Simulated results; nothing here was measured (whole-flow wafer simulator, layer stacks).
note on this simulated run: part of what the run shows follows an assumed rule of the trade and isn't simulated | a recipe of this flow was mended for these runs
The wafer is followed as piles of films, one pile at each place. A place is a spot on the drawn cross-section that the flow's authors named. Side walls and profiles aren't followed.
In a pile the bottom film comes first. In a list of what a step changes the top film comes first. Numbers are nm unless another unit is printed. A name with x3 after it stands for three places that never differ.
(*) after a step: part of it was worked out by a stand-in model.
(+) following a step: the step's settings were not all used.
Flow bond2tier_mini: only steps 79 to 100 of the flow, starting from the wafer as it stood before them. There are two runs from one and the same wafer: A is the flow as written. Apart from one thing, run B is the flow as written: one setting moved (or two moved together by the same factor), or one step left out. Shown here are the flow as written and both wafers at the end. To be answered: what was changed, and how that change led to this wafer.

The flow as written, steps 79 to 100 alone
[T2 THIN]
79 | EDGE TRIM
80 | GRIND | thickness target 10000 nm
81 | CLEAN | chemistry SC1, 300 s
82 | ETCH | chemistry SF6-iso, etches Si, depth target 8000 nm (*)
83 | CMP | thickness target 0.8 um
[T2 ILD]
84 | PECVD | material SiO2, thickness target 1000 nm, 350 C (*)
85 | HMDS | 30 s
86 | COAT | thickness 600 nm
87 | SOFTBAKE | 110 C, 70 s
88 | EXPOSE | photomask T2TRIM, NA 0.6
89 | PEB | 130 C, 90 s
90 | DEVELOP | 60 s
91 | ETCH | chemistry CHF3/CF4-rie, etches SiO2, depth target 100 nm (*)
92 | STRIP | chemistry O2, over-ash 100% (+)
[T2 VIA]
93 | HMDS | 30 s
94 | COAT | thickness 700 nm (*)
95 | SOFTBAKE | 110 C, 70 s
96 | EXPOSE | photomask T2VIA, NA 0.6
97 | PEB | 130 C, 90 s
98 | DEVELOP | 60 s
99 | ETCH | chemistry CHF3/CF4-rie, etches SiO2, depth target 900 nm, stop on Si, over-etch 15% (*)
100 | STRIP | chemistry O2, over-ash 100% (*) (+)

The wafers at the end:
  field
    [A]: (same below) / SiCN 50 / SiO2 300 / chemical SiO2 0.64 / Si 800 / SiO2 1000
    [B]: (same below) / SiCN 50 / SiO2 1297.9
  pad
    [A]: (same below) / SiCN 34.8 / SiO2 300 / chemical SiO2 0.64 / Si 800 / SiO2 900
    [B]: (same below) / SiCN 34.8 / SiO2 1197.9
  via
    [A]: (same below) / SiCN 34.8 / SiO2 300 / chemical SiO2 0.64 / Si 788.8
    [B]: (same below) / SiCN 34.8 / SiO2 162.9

What caused this: step 80, GRIND: thickness target 7728 nm was run, though the flow has thickness target 10000 nm.

How this came from the change, step by step:
  80 | GRIND | thickness target 10000 nm
      field, pad, via: A Si loses 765 um | B Si loses 767.27 um
  82 | ETCH | chemistry SF6-iso, etches Si, depth target 8000 nm (*)
      field, pad, via: A chemical SiO2 loses 0.6 (all of it), Si loses 8000 | B chemical SiO2 loses 0.6 (all of it), Si loses 7727.7 (all of it), chemical SiO2 loses 0.64 (all of it), SiO2 loses 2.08
  83 | CMP | thickness target 0.8 um
      field, pad, via: A Si loses 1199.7 | B nothing
  84 | PECVD | material SiO2, thickness target 1000 nm, 350 C (*)
      field, pad, via: A SiO2 gains 1000 (new film) | B SiO2 gains 1000
  99 | ETCH | chemistry CHF3/CF4-rie, etches SiO2, depth target 900 nm, stop on Si, over-etch 15% (*)
      via: A SiO2 loses 900 (all of it), Si loses 11.2 | B SiO2 loses 1035
